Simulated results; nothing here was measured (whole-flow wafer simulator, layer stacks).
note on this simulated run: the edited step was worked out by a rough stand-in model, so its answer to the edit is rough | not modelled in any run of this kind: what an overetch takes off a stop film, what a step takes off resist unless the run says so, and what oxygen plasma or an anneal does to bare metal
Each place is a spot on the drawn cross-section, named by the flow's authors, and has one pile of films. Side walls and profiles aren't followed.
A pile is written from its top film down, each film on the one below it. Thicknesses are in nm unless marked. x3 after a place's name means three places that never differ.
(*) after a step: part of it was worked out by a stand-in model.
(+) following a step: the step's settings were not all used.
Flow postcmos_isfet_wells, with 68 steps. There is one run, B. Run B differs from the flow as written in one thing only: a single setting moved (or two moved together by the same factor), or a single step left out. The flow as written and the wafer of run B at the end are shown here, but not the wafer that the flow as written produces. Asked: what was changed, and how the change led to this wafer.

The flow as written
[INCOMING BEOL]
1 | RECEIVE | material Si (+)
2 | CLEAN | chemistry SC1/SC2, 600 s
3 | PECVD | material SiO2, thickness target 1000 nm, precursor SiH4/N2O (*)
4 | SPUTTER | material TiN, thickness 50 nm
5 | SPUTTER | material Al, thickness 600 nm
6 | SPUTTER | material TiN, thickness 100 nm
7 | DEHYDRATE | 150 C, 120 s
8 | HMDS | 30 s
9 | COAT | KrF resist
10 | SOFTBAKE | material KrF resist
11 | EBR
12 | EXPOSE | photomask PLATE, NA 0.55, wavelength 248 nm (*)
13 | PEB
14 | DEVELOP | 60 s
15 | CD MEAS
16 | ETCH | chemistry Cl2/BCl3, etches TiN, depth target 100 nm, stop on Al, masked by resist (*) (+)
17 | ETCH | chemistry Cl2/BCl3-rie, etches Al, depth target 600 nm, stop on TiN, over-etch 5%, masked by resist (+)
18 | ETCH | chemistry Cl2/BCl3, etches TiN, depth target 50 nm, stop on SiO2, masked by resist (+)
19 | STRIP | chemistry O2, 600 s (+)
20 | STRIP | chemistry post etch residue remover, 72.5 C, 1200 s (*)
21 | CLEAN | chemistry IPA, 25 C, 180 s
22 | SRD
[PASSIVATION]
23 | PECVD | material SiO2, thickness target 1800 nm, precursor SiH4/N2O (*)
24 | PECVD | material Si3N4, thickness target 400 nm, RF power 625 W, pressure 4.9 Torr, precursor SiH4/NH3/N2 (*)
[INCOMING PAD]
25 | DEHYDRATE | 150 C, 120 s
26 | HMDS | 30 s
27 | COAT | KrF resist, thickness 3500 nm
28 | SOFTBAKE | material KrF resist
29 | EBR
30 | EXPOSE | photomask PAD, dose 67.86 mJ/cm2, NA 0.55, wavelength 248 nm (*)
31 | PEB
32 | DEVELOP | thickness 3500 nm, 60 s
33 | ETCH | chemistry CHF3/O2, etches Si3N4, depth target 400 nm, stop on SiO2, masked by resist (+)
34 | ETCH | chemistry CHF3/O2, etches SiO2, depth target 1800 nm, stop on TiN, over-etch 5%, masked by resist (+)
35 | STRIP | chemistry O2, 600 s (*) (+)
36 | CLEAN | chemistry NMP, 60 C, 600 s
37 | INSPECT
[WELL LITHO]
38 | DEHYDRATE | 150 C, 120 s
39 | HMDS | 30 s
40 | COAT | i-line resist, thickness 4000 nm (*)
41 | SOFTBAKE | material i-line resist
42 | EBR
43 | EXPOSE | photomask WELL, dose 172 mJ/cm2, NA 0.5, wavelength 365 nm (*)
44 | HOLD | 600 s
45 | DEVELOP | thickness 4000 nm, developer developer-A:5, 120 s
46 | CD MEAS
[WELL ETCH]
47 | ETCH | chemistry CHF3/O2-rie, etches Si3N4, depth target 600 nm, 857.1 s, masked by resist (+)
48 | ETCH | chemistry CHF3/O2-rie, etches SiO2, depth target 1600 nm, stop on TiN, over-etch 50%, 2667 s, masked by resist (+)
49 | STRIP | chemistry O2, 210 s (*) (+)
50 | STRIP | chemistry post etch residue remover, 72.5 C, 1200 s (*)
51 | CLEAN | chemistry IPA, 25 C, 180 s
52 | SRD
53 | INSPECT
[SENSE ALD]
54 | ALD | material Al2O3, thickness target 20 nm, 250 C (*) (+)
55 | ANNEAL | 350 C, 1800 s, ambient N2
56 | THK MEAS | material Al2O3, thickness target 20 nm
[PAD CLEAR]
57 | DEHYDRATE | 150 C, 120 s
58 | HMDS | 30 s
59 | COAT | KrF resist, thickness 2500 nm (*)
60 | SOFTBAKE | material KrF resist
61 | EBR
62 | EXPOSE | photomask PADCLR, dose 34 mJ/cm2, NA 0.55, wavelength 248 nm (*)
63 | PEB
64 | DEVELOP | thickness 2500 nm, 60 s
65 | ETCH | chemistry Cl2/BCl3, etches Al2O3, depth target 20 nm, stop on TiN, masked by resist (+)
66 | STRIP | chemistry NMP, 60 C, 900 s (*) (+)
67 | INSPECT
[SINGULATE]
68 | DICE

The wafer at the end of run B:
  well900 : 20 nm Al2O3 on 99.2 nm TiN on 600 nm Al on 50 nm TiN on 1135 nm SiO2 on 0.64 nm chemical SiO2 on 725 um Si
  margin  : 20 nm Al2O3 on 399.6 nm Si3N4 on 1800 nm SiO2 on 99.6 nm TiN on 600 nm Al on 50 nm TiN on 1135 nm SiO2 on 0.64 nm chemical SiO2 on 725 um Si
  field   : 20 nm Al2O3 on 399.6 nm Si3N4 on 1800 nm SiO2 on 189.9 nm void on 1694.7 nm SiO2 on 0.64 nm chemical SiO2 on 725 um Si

Cause: step 3, PECVD: thickness target 1135 nm was run, whereas the flow has thickness target 1000 nm.
One can read it off the wafer: well900 has SiO2 1135, and step 3 as written asks for 1000 nm.

Step by step, how the change led to this:
  3 | PECVD | material SiO2, thickness target 1000 nm, precursor SiH4/N2O (*)
      field, margin, well900, well1300 x3, pad_rim, pad_clr, pad_open: SiO2 gains 1135 (new film) (it would be, as written: SiO2 gains 1000 (new film))
